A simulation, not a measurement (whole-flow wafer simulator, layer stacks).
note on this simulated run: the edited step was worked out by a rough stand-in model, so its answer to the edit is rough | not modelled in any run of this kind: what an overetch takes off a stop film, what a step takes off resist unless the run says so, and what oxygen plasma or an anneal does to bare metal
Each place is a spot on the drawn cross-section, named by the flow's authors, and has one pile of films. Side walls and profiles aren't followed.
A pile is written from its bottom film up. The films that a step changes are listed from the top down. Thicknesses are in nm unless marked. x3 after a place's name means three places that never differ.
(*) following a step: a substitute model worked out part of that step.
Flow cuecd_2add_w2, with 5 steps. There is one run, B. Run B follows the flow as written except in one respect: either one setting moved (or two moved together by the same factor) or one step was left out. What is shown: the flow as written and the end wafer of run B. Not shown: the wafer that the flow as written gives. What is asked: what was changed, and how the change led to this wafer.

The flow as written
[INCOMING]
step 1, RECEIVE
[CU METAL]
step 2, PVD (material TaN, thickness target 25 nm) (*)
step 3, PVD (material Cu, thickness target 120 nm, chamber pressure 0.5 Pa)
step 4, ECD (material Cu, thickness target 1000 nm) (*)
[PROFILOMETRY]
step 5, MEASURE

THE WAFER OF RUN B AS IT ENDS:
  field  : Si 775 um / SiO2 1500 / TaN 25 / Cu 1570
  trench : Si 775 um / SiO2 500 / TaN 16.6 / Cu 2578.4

Cause: step 4, ECD: thickness target 1450 nm was run, though the flow has thickness target 1000 nm.

How this came from the change, step by step:
  step 4, ECD (material Cu, thickness target 1000 nm) (*)
      field: Cu gains 1450 (as written it would have been: Cu gains 1000)
      trench: Cu gains 2497.6 (as written it would have been: Cu gains 2047.6)
